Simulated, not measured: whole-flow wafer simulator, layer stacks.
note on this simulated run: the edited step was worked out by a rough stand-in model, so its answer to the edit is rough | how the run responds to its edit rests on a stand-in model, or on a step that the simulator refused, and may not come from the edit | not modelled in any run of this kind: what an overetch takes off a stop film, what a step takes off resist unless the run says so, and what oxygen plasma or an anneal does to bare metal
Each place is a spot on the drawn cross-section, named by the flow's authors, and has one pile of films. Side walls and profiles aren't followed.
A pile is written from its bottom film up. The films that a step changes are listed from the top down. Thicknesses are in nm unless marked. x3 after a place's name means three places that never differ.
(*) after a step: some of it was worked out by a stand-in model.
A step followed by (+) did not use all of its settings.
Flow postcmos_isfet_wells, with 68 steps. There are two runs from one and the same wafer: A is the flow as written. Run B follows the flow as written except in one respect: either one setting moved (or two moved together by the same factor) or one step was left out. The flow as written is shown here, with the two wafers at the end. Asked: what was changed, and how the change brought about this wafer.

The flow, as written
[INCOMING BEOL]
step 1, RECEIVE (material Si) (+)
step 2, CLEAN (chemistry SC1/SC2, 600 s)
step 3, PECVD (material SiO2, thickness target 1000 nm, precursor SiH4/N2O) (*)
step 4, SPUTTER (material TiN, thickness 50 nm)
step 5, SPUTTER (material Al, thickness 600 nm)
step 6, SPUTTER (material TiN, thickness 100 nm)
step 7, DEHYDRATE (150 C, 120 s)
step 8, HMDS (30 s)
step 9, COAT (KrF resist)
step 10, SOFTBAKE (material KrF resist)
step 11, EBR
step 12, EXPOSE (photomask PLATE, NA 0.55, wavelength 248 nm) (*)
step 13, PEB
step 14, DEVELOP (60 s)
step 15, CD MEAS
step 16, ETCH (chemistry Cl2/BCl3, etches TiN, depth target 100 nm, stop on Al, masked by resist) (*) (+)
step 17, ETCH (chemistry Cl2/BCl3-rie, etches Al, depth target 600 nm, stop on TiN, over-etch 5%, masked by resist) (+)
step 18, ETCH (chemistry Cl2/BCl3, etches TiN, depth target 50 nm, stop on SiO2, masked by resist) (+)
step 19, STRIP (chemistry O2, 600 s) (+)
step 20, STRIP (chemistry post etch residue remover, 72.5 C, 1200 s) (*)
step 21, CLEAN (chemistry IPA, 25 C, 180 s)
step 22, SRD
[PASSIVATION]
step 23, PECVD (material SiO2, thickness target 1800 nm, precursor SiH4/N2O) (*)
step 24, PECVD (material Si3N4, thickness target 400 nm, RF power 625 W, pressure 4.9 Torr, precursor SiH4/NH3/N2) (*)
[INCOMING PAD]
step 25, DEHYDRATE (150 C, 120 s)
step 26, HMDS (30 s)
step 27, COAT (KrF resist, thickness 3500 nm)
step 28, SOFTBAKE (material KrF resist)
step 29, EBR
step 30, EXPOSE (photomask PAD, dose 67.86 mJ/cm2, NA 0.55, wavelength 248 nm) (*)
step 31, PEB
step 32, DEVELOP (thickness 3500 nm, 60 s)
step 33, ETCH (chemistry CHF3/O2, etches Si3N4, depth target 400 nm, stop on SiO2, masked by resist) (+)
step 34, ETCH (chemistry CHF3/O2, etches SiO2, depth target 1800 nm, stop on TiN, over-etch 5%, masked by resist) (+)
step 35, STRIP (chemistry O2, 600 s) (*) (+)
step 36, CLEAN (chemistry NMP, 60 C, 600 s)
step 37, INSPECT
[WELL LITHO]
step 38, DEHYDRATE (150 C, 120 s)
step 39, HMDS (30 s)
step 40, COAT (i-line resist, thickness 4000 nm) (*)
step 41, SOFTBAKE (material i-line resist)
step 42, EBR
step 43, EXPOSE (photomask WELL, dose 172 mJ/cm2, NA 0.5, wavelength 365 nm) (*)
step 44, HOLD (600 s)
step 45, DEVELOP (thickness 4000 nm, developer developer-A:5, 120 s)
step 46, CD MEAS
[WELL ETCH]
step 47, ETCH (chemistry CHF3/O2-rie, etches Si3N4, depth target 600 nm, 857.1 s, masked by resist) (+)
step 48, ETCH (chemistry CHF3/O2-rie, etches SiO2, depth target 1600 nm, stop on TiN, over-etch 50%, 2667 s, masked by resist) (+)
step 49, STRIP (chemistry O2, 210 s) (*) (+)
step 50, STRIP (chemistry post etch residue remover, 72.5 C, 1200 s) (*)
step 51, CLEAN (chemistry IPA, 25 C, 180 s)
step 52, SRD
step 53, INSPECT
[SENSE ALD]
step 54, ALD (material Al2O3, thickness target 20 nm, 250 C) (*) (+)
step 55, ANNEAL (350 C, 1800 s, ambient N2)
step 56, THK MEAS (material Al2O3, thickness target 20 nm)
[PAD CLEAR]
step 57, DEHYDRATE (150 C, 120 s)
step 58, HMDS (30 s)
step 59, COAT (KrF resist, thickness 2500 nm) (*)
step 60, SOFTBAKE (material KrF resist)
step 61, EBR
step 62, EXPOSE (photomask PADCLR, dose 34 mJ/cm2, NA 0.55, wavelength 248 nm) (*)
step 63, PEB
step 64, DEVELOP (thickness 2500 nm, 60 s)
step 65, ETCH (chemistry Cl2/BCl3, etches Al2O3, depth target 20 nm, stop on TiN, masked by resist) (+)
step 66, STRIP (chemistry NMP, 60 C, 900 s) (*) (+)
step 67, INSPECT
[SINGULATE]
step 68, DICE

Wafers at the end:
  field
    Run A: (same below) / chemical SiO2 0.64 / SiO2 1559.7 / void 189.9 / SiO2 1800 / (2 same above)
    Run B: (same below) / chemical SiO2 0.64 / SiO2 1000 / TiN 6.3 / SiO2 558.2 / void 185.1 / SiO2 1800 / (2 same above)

The reason: step 16, ETCH: depth target 90 nm was run, whereas the flow has depth target 100 nm.

Step by step, how the change led to this:
  step 16, ETCH (chemistry Cl2/BCl3, etches TiN, depth target 100 nm, stop on Al, masked by resist) (*) (+)
      field: A -100 TiN (all of it) | B -90 TiN
      margin, well900, well1300 x3, pad_rim, pad_clr, pad_open: A -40 KrF resist | B -36 KrF resist
  step 17, ETCH (chemistry Cl2/BCl3-rie, etches Al, depth target 600 nm, stop on TiN, over-etch 5%, masked by resist) (+)
      field: A -600 Al (all of it) | B -10 TiN (all of it), -584 Al
  step 18, ETCH (chemistry Cl2/BCl3, etches TiN, depth target 50 nm, stop on SiO2, masked by resist) (+)
      field: A -50 TiN (all of it) | B -16 Al (all of it), -43.3 TiN
  step 23, PECVD (material SiO2, thickness target 1800 nm, precursor SiH4/N2O) (*)
      field: A +1800 SiO2 (new film), +189.9 void (new film), +559.7 SiO2 | B +1800 SiO2 (new film), +185.1 void (new film), +558.2 SiO2 (new film)
Taking metal films that touch as one body, field has 1 body; the flow as written gives 0 bodies.
